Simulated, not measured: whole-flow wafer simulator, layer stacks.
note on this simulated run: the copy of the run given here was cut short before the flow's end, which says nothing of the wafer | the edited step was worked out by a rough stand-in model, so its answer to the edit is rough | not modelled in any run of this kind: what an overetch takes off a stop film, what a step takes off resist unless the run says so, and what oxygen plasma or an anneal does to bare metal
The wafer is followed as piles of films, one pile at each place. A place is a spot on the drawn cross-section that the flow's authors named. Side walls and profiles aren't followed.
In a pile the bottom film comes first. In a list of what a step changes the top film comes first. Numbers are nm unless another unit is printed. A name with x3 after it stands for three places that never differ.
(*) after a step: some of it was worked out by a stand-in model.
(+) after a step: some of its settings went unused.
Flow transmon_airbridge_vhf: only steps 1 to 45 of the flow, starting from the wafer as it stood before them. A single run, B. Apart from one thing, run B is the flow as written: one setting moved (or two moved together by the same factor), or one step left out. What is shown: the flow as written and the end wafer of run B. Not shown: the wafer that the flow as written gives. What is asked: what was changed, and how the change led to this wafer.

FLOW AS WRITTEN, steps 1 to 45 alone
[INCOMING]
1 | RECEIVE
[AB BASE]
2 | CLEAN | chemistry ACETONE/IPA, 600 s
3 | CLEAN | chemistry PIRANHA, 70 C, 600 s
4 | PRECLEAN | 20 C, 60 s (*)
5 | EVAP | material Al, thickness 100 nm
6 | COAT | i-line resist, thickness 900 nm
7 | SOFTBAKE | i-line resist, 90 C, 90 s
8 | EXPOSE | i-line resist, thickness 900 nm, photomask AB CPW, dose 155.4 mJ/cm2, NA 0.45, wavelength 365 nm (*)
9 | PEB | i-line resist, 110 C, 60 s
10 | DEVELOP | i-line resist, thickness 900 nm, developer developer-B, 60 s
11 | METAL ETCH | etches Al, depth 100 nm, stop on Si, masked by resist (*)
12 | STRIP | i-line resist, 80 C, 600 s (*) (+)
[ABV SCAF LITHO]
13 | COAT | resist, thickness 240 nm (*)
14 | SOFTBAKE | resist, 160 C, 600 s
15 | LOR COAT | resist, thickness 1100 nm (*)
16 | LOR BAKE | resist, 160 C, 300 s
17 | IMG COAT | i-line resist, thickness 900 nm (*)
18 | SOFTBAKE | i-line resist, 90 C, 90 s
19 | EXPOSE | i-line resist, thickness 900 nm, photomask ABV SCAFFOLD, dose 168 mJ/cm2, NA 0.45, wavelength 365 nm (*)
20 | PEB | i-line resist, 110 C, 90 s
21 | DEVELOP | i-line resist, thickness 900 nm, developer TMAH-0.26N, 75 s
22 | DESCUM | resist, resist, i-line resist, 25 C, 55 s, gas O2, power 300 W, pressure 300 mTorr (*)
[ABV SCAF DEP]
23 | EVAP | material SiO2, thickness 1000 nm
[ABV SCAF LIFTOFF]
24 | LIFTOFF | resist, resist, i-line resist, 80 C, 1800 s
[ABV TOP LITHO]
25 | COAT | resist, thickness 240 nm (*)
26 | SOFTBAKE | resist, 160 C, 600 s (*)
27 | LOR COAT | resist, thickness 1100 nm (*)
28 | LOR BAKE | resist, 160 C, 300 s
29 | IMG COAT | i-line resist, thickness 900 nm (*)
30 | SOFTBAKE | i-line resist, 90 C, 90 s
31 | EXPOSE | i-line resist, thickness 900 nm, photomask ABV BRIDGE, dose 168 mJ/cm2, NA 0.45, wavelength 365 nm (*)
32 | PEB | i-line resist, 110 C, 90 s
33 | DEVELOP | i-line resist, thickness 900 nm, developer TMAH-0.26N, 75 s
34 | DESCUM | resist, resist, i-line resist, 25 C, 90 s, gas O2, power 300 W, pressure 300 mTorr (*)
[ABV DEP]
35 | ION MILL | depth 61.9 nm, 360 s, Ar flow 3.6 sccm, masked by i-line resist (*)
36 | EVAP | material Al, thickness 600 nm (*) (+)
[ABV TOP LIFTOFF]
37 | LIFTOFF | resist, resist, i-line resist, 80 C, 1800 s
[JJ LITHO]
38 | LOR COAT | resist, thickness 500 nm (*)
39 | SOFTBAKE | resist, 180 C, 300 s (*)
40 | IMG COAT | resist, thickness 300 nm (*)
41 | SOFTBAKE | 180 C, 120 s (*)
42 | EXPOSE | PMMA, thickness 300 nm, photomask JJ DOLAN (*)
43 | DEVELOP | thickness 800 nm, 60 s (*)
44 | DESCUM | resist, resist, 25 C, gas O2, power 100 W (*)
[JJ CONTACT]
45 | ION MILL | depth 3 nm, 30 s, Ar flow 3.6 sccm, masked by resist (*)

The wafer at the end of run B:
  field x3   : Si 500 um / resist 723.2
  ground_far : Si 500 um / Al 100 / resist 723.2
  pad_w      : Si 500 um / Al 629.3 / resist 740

What caused this: step 40, IMG COAT: thickness 255 nm was run, whereas the flow has thickness 300 nm.

The path from the change to this, step by step:
  40 | IMG COAT | resist, thickness 300 nm (*)
      field x3, jj_line, ground_far, trace_open_s x2: +255 resist (it would be, as written: +300 resist)
      pad_w, pad_e: +254.8 resist (it would be, as written: +300.1 resist)
      (and at 8 other places as well)
  43 | DEVELOP | thickness 800 nm, 60 s (*)
      jj_line: -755 resist (all of it) (it would be, as written: -800 resist (all of it))
